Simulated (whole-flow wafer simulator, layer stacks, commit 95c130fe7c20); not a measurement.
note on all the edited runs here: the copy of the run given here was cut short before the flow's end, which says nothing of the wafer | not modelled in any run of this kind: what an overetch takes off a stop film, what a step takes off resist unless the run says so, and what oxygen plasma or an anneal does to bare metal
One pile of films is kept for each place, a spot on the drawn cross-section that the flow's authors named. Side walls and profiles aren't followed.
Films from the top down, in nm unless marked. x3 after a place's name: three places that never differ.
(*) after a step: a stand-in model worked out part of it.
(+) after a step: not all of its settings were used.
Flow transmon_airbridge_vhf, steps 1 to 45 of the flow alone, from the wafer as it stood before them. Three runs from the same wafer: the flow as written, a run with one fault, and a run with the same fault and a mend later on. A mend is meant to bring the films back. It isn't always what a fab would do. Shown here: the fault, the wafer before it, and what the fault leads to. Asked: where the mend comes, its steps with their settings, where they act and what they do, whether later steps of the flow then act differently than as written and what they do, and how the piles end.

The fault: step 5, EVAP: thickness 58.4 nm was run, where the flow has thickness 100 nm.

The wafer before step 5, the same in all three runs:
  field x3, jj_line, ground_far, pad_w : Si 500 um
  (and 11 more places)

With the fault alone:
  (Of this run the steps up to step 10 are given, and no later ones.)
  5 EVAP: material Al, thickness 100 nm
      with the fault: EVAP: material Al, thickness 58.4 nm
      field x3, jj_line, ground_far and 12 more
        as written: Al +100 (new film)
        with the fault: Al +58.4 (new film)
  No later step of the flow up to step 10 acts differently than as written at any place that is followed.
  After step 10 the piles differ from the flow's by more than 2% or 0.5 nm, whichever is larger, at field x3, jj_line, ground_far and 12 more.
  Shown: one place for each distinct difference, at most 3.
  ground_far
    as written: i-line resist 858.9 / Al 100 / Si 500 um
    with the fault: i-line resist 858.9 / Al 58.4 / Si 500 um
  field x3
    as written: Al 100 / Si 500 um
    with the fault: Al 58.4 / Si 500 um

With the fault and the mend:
  The mend comes after step 10.
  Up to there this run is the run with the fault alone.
  10a STRIP: i-line resist, 80 C, 600 s (+)
      ground_far, pad_w, flank_w and 8 more
        i-line resist -858.9 (all of it)
  10b EVAP: material Al, thickness 41.6 nm (the flow's step 5 once more, with other settings)
      field x3, jj_line, ground_far and 12 more
        Al +41.6
  10c COAT: i-line resist, thickness 900 nm (the flow's step 6 once more)
      field x3, jj_line, ground_far and 12 more
        i-line resist +900 (new film)
  10d SOFTBAKE: i-line resist, 90 C, 90 s (the flow's step 7 once more)
      changes no film at any place that is followed
  10e EXPOSE: i-line resist, thickness 900 nm, photomask AB CPW, dose 155.4 mJ/cm2, NA 0.45, wavelength 365 nm (*) (the flow's step 8 once more)
      changes no film at any place that is followed
  10f PEB: i-line resist, 110 C, 60 s (the flow's step 9 once more)
      field x3, jj_line, ground_far and 12 more
        i-line resist -41
  10g DEVELOP: i-line resist, thickness 900 nm, developer developer-B, 60 s (the flow's step 10 once more)
      ground_far, pad_w, flank_w and 8 more
        i-line resist -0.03
      field x3, jj_line, gap_w, gap_e
        i-line resist -859 (all of it)
  No later step of the flow acts differently than as written at any place that is followed.
  At the end the piles are the same as the flow's at every place that both follow.
